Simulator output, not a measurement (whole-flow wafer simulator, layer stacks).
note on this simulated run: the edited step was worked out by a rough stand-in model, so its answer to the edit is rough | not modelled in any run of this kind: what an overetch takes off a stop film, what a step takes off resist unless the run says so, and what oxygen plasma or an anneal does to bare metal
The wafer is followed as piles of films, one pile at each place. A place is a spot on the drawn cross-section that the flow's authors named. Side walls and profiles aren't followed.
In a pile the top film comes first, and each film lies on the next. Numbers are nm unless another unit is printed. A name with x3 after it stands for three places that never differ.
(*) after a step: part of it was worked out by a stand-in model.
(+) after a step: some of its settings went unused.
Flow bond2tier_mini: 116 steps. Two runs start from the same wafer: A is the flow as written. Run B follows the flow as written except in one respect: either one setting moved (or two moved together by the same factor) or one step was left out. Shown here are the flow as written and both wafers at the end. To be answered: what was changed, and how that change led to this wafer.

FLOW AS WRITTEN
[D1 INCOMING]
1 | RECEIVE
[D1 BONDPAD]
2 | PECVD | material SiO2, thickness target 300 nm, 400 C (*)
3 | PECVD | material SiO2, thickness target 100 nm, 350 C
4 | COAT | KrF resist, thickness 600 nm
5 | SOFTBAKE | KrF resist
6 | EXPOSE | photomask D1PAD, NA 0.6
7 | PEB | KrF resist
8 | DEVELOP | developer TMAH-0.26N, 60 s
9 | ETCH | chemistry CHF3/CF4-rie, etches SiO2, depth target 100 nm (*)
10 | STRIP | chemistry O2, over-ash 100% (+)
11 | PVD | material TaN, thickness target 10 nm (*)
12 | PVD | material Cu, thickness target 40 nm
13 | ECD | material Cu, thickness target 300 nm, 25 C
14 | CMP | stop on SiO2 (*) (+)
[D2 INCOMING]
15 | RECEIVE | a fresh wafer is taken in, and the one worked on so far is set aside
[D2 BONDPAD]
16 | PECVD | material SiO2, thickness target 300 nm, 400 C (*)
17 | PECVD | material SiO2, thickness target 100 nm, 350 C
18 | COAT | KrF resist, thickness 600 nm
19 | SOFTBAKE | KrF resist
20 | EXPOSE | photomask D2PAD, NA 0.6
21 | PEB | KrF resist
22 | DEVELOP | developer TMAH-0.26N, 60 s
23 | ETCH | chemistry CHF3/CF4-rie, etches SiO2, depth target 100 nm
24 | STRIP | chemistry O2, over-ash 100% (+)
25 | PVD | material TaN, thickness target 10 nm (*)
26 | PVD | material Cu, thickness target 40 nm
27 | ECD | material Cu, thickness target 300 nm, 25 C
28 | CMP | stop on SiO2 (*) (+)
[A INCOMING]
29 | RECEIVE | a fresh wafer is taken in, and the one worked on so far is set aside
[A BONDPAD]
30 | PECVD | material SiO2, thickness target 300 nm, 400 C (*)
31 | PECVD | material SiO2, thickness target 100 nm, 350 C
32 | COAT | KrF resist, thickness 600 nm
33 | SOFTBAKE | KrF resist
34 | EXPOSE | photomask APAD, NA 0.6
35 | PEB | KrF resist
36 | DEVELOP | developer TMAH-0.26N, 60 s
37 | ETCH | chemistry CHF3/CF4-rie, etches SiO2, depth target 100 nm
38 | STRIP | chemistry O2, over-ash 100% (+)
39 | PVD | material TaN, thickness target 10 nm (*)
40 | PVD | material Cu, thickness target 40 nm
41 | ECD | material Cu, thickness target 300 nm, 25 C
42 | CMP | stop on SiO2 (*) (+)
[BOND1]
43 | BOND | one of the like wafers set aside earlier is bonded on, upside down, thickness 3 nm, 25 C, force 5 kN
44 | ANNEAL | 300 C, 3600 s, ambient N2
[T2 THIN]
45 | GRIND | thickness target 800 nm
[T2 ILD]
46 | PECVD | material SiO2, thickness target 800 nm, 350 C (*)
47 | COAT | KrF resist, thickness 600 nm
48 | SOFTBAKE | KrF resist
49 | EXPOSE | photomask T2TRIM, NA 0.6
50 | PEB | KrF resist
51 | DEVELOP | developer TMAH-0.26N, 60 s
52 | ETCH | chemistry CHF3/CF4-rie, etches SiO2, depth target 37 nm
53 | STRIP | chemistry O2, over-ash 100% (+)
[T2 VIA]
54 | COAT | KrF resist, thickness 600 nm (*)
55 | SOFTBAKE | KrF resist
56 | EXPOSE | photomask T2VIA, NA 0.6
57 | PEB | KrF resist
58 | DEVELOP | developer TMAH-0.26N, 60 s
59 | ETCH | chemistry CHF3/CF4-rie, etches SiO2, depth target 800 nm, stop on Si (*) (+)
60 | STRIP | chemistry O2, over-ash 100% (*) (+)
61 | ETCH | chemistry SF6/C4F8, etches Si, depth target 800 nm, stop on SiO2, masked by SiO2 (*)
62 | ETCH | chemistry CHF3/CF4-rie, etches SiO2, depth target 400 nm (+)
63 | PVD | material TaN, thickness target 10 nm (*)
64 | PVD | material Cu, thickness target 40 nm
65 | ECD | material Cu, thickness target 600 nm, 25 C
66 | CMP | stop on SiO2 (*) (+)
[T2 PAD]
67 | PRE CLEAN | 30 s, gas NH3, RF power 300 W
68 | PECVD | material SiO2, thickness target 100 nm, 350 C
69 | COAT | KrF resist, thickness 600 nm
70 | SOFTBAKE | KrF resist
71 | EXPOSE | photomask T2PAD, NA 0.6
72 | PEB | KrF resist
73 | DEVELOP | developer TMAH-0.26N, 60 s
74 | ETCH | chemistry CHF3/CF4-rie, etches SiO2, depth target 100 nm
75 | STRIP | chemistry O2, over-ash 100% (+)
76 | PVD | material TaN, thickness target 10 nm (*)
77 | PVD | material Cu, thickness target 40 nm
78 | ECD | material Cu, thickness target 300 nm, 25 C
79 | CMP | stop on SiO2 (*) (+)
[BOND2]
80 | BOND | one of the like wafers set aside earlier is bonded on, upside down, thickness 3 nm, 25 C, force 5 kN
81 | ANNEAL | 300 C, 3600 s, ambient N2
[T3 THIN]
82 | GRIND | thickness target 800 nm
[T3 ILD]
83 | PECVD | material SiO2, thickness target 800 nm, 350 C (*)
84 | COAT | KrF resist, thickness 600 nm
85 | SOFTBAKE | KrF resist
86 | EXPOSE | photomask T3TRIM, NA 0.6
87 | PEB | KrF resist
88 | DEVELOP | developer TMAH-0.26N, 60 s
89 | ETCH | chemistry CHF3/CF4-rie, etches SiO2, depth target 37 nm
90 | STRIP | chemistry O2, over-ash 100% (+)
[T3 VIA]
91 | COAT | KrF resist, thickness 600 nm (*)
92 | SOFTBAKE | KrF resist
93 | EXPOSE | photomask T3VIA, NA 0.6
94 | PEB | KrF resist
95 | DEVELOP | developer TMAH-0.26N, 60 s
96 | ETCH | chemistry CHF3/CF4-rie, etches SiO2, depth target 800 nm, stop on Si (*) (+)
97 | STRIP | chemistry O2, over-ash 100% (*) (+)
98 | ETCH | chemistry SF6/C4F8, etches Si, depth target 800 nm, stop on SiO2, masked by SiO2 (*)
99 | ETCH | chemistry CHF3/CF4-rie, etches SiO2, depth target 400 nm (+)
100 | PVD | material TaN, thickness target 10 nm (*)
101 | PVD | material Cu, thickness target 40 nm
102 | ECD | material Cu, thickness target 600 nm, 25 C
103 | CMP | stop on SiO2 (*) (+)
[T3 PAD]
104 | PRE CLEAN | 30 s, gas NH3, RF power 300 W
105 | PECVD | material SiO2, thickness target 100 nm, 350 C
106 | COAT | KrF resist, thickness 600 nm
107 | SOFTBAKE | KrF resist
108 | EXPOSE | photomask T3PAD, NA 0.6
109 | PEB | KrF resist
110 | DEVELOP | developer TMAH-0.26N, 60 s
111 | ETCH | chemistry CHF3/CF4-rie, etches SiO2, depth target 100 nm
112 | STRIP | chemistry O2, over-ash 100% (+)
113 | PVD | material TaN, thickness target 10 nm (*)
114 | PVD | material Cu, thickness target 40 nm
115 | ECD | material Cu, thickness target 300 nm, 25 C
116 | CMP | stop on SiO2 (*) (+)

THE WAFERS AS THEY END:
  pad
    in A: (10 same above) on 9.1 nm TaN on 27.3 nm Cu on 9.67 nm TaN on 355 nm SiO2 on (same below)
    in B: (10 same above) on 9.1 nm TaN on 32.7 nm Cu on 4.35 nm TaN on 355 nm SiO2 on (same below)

Cause: step 63, PVD: thickness target 4.5 nm was run, though the flow has thickness target 10 nm.

The path from the change to this, step by step:
  63 | PVD | material TaN, thickness target 10 nm (*)
      field: A +10 TaN (new film) | B +4.5 TaN (new film)
      pad: A +9.67 TaN (new film) | B +4.35 TaN (new film)
  66 | CMP | stop on SiO2 (*) (+)
      field: A -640 Cu (all of it), -10 TaN (all of it) | B -640 Cu (all of it), -4.5 TaN (all of it)
